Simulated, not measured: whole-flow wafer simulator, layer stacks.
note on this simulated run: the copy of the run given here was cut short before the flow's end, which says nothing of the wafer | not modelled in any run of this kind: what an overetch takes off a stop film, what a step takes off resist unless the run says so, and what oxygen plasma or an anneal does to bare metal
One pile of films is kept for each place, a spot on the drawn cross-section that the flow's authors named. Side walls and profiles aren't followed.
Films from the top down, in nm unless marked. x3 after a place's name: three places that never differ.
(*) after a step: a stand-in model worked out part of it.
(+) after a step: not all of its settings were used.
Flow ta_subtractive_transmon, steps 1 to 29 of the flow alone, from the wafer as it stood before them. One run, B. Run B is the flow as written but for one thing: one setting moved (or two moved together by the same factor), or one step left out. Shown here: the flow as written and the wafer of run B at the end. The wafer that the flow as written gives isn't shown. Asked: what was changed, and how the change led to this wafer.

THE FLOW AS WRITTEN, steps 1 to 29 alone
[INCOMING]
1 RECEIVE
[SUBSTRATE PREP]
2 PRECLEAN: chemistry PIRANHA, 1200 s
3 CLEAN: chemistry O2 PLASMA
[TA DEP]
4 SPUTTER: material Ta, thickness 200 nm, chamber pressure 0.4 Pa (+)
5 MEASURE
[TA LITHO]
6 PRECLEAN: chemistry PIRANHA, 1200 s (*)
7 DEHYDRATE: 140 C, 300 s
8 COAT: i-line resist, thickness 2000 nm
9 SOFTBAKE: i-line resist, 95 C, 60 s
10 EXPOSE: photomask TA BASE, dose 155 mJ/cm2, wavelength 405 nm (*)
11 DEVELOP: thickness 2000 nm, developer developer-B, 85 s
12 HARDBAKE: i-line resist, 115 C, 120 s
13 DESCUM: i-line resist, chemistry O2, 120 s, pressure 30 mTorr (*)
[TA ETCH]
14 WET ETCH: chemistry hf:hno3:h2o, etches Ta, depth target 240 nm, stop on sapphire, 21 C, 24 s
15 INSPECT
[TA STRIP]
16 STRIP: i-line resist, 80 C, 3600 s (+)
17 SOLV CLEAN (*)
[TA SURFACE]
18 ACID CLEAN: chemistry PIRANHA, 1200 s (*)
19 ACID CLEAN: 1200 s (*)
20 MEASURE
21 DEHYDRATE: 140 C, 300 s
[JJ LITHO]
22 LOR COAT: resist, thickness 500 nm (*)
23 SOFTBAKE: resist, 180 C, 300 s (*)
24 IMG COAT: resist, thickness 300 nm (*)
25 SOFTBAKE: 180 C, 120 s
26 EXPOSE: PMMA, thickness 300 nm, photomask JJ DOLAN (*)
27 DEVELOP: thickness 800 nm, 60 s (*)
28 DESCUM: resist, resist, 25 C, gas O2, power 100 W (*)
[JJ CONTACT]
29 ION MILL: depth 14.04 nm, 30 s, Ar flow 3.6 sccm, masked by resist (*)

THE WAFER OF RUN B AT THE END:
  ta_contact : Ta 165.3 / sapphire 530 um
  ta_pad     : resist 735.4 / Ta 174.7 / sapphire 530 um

The cause: step 4, SPUTTER: thickness 175 nm was run, where the flow has thickness 200 nm.

How the change led to this, step by step:
  4 SPUTTER: material Ta, thickness 200 nm, chamber pressure 0.4 Pa (+)
      field x2, jj_line, lead, ta_contact, ta_pad: Ta +175 (new film) (as written it would be: Ta +200 (new film))
  14 WET ETCH: chemistry hf:hno3:h2o, etches Ta, depth target 240 nm, stop on sapphire, 21 C, 24 s
      field x2, jj_line, lead: Ta -175 (all of it) (as written it would be: Ta -200 (all of it))
